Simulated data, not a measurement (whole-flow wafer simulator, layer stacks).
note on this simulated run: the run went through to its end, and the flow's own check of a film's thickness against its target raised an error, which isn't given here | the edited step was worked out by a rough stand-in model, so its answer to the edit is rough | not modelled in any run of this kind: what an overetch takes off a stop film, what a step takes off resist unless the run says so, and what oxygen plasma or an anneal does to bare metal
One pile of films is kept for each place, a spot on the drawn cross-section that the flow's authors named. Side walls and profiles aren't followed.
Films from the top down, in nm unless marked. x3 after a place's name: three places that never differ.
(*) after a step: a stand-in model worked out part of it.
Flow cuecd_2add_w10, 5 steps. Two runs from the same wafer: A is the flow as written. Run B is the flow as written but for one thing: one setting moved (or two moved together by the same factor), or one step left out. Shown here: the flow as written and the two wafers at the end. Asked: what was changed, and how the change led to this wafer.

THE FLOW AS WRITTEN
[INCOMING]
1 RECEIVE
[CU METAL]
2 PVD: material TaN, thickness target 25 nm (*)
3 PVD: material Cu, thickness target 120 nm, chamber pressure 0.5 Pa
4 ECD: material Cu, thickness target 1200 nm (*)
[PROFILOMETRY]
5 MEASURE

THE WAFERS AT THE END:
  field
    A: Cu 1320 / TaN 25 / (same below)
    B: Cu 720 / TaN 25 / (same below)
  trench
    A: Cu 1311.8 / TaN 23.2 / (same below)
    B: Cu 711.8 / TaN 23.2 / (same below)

The cause: step 4, ECD: thickness target 600 nm was run, where the flow has thickness target 1200 nm.

How the change led to this, step by step:
  4 ECD: material Cu, thickness target 1200 nm (*)
      field, trench: A Cu +1200 | B Cu +600
